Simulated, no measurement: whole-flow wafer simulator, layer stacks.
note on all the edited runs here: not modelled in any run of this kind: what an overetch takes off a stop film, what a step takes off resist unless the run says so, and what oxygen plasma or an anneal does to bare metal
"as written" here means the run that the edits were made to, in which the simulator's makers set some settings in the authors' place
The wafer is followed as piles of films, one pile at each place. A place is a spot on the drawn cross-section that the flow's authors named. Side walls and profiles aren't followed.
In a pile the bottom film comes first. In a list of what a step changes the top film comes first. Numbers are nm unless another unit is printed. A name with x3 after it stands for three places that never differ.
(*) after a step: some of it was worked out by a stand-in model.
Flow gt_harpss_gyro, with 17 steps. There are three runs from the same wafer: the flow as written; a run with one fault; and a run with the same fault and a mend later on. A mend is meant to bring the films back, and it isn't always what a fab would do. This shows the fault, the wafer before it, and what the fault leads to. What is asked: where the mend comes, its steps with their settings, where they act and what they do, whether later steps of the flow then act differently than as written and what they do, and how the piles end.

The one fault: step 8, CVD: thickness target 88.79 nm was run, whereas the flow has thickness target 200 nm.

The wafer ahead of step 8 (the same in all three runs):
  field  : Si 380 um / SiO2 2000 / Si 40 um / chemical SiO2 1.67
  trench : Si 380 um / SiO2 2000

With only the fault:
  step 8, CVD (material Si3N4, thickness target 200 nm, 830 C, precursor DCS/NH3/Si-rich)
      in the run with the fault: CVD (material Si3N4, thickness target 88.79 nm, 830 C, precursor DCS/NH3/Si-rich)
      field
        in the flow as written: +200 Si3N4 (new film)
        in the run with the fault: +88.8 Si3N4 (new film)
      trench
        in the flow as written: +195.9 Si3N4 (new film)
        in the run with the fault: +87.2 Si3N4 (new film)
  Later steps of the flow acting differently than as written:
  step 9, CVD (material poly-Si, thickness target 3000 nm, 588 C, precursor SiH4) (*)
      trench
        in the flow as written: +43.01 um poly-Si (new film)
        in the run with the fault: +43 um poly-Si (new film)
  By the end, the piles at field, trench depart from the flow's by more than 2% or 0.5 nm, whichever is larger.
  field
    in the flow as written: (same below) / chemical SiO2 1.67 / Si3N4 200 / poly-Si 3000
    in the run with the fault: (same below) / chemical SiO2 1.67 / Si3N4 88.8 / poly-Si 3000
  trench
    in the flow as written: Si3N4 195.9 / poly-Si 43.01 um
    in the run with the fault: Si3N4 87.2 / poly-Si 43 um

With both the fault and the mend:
  The mend follows step 8.
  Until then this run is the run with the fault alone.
  step 8a, CVD (material Si3N4, thickness target 111.2 nm, 830 C, precursor DCS/NH3/Si-rich) (the flow's step 8 again, with other settings)
      field
        +111.2 Si3N4
      trench
        +108.7 Si3N4
  Every later step of the flow that is run acts as written at every place that is followed.
  At the end the piles are close to the flow's at the places that both follow, differing by at most 2% or 0.5 nm, whichever is larger.
